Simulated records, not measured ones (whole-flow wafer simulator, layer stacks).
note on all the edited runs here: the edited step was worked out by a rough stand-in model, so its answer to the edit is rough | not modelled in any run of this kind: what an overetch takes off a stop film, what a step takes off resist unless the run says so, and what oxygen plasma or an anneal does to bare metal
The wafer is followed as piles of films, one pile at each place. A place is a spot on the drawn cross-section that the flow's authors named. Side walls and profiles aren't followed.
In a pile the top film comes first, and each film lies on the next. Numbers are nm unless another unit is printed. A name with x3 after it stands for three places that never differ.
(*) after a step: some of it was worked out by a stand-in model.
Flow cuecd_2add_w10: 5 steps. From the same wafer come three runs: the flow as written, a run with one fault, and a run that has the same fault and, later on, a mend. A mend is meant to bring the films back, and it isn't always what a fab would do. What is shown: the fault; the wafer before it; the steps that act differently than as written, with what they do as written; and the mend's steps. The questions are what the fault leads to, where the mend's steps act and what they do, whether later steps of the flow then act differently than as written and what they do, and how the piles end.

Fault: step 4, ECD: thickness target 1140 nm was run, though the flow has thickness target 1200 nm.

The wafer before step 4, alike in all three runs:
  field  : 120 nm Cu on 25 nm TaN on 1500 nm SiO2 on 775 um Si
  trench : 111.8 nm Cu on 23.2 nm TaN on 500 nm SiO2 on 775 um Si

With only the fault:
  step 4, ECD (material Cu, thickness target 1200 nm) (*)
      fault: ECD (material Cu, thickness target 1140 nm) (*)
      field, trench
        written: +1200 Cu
        fault: +1140 Cu
  Later steps of the flow that are run all act as written at every place that is followed.
  The piles end different from the flow's at field, trench by more than 2% or 0.5 nm, whichever is larger.
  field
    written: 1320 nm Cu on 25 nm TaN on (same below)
    fault: 1260 nm Cu on 25 nm TaN on (same below)
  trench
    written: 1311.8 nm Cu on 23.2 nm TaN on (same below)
    fault: 1251.8 nm Cu on 23.2 nm TaN on (same below)

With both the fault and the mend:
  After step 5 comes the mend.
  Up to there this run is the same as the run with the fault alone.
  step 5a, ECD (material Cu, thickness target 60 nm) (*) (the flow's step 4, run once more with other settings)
      field, trench
        +60 Cu
  Later steps of the flow that are run all act as written at every place that is followed.
  The piles end the same as the flow's at every place that both follow.
